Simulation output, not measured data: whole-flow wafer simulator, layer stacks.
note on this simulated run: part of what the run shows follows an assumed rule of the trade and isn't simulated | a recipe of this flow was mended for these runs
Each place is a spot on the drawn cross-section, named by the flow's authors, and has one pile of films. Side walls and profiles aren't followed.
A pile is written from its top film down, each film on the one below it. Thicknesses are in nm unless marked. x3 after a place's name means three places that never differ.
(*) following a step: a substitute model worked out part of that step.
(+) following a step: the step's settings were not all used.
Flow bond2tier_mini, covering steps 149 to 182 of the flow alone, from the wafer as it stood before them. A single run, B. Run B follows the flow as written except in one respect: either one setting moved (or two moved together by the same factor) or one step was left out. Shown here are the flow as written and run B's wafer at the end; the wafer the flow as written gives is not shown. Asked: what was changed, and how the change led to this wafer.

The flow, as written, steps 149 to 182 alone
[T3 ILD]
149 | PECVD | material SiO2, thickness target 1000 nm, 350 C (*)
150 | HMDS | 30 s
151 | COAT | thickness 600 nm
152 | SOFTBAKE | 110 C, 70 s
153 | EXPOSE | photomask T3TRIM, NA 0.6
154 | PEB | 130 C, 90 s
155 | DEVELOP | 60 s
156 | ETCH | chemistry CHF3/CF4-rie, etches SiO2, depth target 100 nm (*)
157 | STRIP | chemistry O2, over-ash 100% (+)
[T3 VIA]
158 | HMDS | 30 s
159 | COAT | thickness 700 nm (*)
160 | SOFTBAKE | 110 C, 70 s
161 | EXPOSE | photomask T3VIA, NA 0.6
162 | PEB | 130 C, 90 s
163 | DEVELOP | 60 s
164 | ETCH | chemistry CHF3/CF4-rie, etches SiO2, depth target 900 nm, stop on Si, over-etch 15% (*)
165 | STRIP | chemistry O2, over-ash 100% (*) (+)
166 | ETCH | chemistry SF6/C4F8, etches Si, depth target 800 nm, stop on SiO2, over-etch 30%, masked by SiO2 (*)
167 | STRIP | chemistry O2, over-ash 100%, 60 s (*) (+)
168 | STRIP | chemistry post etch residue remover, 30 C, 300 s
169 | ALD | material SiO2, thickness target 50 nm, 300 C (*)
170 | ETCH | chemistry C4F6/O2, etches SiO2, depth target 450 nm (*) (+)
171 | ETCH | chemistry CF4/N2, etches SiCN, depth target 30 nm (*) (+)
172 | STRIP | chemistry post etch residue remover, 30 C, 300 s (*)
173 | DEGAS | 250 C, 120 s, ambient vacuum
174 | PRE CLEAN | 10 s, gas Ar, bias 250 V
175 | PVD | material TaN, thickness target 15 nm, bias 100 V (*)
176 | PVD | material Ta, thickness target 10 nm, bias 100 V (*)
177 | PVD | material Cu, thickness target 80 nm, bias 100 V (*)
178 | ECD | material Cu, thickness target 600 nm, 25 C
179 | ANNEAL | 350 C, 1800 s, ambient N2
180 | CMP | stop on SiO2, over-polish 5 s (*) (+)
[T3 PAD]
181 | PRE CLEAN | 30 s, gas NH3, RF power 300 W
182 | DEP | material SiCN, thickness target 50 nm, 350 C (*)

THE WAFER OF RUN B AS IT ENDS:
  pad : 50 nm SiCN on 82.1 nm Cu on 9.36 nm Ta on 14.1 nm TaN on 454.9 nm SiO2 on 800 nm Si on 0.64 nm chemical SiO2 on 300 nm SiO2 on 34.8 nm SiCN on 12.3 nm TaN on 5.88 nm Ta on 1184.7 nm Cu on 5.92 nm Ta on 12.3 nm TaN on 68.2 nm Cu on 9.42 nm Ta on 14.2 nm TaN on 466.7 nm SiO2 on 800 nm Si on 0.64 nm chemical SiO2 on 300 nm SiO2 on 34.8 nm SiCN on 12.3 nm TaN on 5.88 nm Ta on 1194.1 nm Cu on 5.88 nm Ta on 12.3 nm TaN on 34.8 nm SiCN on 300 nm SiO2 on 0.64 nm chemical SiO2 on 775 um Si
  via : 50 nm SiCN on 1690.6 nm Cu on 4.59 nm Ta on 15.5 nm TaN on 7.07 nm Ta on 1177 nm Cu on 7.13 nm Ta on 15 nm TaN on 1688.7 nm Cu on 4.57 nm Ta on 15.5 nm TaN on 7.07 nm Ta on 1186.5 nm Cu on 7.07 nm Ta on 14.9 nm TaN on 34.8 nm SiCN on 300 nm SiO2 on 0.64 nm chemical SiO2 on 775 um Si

Cause: step 156, ETCH: depth target 112 nm was run, while the flow as written has depth target 100 nm.

Step by step, how the change led to this:
  156 | ETCH | chemistry CHF3/CF4-rie, etches SiO2, depth target 100 nm (*)
      pad, via: SiO2 loses 112 (it would be, as written: SiO2 loses 100)
      field: thick-KrF-resist loses 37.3 (it would be, as written: thick-KrF-resist loses 33.3)
  164 | ETCH | chemistry CHF3/CF4-rie, etches SiO2, depth target 900 nm, stop on Si, over-etch 15% (*)
      via: SiO2 loses 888 (all of it), Si loses 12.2 (it would be, as written: SiO2 loses 900 (all of it), Si loses 11.2)
  165 | STRIP | chemistry O2, over-ash 100% (*) (+)
      pad: thick-KrF-resist loses 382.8 (all of it) (it would be, as written: thick-KrF-resist loses 372.9 (all of it))
